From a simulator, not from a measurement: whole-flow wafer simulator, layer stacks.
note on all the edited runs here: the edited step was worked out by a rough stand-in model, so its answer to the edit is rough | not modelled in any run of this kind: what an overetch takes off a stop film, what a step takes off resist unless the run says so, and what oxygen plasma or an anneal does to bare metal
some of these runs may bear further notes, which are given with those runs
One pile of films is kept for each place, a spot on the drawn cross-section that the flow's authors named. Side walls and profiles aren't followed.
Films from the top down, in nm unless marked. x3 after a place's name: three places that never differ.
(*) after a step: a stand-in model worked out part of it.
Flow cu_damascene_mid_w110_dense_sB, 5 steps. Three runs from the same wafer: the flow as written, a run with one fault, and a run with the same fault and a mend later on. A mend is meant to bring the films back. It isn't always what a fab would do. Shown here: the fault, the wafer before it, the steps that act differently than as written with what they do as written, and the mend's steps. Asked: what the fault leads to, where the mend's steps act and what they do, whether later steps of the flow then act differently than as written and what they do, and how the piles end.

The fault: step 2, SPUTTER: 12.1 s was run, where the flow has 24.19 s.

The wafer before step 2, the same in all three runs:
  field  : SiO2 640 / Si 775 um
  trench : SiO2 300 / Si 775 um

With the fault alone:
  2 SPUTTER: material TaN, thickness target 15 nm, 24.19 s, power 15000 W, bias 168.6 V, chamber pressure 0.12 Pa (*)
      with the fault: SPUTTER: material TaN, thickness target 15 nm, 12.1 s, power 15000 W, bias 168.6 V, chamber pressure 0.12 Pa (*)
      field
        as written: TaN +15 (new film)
        with the fault: TaN +7.5 (new film)
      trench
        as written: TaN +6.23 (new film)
        with the fault: TaN +3.12 (new film)
  Later steps of the flow that act differently than as written (2 more steps differ only slightly, by at most 2% or 0.5 nm, whichever is larger, and aren't shown):
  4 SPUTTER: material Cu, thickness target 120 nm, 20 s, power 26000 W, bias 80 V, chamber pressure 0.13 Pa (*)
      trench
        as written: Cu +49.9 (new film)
        with the fault: Cu +51.2 (new film)
  At the end the piles differ from the flow's by more than 2% or 0.5 nm, whichever is larger, at field, trench.
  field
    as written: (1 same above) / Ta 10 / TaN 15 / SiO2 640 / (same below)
    with the fault: (1 same above) / Ta 10 / TaN 7.5 / SiO2 640 / (same below)
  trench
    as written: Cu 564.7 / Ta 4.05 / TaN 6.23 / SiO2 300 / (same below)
    with the fault: Cu 560.2 / Ta 4.14 / TaN 3.12 / SiO2 300 / (same below)

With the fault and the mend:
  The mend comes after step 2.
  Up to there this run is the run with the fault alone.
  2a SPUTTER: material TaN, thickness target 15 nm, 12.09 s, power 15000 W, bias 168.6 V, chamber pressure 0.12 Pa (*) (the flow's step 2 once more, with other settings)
      field
        TaN +7.5
      trench
        TaN +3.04
  No later step of the flow acts differently than as written, at any place that is followed, by more than 2% or 0.5 nm, whichever is larger.
  At the end the piles differ from the flow's only slightly at the places that both follow, by at most 2% or 0.5 nm, whichever is larger.
